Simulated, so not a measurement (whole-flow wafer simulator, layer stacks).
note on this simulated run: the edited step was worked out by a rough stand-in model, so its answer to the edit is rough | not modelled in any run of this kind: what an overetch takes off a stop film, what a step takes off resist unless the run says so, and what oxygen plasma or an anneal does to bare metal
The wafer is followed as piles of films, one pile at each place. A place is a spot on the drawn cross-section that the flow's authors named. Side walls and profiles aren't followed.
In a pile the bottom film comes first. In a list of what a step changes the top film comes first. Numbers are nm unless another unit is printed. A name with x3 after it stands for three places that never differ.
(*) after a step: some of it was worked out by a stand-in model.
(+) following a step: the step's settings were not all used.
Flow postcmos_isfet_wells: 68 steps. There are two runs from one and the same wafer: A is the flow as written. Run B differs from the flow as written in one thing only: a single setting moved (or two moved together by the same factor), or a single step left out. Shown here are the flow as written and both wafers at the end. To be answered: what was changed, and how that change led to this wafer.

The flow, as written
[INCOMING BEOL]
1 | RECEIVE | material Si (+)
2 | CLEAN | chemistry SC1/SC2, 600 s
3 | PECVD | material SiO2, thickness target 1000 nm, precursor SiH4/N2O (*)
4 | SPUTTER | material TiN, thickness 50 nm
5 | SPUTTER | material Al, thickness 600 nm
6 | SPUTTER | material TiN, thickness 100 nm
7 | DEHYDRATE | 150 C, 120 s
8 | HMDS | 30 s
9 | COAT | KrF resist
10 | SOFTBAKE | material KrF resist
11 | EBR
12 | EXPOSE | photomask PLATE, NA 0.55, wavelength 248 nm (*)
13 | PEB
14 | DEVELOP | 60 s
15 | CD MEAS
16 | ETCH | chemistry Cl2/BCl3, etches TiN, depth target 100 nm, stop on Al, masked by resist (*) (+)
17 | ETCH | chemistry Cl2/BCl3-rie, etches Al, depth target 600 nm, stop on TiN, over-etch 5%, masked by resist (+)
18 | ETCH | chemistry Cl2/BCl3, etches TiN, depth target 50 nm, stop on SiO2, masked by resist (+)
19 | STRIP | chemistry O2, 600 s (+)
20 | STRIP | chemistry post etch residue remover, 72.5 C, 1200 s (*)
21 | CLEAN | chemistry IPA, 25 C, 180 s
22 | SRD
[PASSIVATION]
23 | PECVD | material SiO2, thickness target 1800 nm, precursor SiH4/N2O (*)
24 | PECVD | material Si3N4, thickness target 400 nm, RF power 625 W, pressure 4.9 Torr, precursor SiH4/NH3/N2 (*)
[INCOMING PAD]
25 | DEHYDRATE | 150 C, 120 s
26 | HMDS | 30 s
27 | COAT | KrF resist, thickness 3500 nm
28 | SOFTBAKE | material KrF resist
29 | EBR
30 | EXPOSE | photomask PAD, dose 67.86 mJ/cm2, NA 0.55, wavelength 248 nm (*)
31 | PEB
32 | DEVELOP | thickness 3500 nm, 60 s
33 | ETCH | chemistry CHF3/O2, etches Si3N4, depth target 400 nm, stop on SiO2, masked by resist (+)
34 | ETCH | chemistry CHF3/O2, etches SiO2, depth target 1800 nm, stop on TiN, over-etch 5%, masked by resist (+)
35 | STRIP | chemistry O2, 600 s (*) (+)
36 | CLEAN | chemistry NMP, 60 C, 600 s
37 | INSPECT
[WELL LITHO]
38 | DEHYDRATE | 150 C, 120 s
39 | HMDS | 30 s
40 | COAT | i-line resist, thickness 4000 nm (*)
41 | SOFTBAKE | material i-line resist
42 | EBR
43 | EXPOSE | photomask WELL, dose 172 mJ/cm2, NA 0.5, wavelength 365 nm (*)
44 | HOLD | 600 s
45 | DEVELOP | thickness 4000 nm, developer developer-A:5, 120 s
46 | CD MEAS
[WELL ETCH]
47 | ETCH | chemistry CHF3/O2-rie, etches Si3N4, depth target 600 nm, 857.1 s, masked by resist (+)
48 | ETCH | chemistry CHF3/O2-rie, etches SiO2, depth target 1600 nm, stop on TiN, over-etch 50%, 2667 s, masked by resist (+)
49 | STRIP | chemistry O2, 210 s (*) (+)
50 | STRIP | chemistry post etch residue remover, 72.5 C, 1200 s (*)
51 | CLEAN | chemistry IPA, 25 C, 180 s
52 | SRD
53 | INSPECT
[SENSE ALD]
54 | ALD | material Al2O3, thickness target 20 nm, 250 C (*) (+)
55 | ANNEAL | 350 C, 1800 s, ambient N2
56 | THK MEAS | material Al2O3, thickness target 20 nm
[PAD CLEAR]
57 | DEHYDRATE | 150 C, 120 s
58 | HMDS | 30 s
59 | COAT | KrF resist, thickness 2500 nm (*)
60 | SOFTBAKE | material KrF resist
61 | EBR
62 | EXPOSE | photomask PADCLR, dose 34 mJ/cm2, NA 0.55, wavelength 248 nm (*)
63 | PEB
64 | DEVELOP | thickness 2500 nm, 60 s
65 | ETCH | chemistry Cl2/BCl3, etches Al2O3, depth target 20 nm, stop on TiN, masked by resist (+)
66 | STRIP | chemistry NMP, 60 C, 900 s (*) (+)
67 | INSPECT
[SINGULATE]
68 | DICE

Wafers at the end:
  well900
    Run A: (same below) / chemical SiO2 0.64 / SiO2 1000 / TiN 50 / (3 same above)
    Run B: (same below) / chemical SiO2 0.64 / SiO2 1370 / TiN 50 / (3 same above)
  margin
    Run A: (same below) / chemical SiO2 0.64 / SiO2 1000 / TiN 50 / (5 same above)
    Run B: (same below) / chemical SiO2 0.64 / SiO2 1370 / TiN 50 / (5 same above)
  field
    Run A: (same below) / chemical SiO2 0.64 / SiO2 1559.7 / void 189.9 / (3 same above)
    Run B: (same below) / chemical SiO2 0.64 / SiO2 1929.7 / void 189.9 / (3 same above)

The reason: step 3, PECVD: thickness target 1370 nm was run, while the flow as written has thickness target 1000 nm.
One can read it off the wafer: well900 has SiO2 1370, and step 3 as written asks for 1000 nm.

Step by step, how the change led to this:
  3 | PECVD | material SiO2, thickness target 1000 nm, precursor SiH4/N2O (*)
      field, margin, well900, well1300 x3, pad_rim, pad_clr, pad_open: A SiO2 gains 1000 (new film) | B SiO2 gains 1370 (new film)
